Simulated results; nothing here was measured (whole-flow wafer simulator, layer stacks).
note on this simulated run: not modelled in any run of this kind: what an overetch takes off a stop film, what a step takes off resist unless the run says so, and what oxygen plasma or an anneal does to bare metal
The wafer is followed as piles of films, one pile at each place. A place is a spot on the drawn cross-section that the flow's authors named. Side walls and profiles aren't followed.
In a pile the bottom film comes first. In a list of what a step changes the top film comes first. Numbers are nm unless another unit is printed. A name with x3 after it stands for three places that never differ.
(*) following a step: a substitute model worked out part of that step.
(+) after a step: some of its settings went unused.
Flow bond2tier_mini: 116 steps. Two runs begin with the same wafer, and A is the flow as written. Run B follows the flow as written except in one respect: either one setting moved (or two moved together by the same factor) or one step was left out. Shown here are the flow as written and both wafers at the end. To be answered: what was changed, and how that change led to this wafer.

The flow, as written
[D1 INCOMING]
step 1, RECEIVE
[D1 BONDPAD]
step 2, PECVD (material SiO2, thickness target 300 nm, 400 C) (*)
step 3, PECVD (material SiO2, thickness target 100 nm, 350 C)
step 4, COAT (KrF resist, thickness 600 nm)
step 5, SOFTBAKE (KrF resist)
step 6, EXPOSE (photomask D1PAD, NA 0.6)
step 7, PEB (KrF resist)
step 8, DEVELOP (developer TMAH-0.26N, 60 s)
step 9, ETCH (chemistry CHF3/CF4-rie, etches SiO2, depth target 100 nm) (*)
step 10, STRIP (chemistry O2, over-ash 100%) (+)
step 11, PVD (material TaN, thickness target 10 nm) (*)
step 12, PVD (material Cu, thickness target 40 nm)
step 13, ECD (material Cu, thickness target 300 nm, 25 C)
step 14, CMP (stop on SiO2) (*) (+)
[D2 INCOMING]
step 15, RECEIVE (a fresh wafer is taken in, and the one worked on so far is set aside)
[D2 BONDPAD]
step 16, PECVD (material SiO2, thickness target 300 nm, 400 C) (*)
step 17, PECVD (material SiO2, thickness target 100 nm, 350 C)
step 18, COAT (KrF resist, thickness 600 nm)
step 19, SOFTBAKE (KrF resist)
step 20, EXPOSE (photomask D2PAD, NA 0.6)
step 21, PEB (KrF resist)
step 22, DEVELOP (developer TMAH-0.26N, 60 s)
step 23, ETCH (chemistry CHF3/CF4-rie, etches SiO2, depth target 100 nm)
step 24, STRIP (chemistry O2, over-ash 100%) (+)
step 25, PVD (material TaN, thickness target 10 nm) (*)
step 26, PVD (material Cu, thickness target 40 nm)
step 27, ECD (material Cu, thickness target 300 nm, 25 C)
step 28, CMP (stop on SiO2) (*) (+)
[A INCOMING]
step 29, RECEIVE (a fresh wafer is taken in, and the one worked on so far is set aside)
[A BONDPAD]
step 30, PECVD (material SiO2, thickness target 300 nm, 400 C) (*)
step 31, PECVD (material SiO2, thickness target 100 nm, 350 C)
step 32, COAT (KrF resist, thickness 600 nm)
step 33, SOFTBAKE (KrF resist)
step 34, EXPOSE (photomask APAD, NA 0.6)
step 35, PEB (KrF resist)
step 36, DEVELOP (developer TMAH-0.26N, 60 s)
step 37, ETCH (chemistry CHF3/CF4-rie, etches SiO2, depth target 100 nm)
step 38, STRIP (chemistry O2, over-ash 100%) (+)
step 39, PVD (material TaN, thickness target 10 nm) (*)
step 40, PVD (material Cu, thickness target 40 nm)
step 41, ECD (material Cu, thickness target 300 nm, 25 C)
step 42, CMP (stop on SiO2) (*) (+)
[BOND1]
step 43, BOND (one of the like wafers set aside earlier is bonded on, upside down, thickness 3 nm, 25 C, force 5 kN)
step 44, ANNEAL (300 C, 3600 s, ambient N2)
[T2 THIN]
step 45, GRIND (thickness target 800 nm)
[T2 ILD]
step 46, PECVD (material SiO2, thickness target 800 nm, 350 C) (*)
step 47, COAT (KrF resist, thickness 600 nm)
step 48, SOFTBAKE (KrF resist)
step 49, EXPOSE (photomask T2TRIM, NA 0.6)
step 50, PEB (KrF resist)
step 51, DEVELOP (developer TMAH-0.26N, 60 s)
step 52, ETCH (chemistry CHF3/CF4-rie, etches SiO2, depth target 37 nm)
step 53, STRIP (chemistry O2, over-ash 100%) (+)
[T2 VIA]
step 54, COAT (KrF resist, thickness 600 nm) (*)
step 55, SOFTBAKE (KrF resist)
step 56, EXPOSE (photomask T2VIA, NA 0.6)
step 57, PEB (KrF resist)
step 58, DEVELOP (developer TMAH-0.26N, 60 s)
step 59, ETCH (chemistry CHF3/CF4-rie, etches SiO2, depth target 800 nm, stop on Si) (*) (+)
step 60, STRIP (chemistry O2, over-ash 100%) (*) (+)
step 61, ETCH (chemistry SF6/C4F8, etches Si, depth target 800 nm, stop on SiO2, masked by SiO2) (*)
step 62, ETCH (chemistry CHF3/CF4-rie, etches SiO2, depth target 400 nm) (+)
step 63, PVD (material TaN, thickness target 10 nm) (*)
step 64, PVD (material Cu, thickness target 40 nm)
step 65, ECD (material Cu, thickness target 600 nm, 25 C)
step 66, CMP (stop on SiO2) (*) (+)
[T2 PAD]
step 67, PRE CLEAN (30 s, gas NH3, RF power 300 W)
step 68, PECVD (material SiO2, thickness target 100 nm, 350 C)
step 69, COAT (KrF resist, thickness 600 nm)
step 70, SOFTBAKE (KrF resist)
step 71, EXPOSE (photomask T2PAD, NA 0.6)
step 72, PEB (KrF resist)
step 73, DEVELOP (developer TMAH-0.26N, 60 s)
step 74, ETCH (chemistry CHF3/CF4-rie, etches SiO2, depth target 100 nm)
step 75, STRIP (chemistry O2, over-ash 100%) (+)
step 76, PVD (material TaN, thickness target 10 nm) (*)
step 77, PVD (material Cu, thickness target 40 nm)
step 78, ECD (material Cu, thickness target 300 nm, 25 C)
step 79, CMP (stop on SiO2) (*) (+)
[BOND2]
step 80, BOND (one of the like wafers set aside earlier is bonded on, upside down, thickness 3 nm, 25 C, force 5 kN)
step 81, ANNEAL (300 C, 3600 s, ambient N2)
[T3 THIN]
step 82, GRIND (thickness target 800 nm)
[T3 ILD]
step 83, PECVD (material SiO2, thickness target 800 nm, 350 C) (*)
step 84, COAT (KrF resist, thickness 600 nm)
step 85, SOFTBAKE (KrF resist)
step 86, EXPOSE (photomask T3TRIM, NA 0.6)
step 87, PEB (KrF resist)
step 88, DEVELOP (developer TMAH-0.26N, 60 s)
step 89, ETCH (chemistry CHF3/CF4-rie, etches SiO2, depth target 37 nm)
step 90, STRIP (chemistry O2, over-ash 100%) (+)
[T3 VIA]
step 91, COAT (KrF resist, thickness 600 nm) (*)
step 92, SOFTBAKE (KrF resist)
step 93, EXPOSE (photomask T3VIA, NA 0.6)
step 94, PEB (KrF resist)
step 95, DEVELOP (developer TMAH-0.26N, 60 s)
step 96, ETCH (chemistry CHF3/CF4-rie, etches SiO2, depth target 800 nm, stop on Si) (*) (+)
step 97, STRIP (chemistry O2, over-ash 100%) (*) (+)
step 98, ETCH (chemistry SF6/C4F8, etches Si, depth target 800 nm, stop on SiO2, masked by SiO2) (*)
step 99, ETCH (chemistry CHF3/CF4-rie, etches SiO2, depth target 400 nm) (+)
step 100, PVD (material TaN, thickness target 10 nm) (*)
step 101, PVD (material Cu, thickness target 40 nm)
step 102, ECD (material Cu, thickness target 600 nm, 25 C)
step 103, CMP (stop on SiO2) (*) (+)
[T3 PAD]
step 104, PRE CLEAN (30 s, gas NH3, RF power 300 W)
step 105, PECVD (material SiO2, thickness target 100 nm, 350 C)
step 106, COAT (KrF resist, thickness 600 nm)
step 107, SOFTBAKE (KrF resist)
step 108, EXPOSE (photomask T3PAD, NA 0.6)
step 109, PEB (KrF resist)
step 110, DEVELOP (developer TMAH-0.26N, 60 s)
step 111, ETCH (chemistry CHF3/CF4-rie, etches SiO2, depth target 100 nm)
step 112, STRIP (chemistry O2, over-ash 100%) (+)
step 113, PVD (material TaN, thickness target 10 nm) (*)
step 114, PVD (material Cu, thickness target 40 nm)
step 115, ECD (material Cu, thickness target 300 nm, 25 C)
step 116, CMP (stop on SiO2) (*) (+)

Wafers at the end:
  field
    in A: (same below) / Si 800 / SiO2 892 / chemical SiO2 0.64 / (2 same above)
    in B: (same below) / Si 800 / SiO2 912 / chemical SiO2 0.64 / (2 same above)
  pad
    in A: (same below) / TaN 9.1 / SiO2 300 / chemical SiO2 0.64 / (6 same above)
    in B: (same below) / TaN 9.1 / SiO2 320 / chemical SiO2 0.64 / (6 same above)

What caused this: step 17, PECVD: thickness target 120 nm was run, though the flow has thickness target 100 nm.

How this came from the change, step by step:
  step 17, PECVD (material SiO2, thickness target 100 nm, 350 C)
      field, pad, via: A +100 SiO2 | B +120 SiO2
  step 80, BOND (one of the like wafers set aside earlier is bonded on, upside down, thickness 3 nm, 25 C, force 5 kN)
      field: A +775 um Si (new film), +0.64 chemical SiO2 (new film), +400 SiO2 | B +775 um Si (new film), +0.64 chemical SiO2 (new film), +420 SiO2
      pad: A +775 um Si (new film), +0.64 chemical SiO2 (new film), +300 SiO2 (new film), +9.1 TaN (new film), +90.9 Cu | B +775 um Si (new film), +0.64 chemical SiO2 (new film), +320 SiO2 (new film), +9.1 TaN (new film), +90.9 Cu
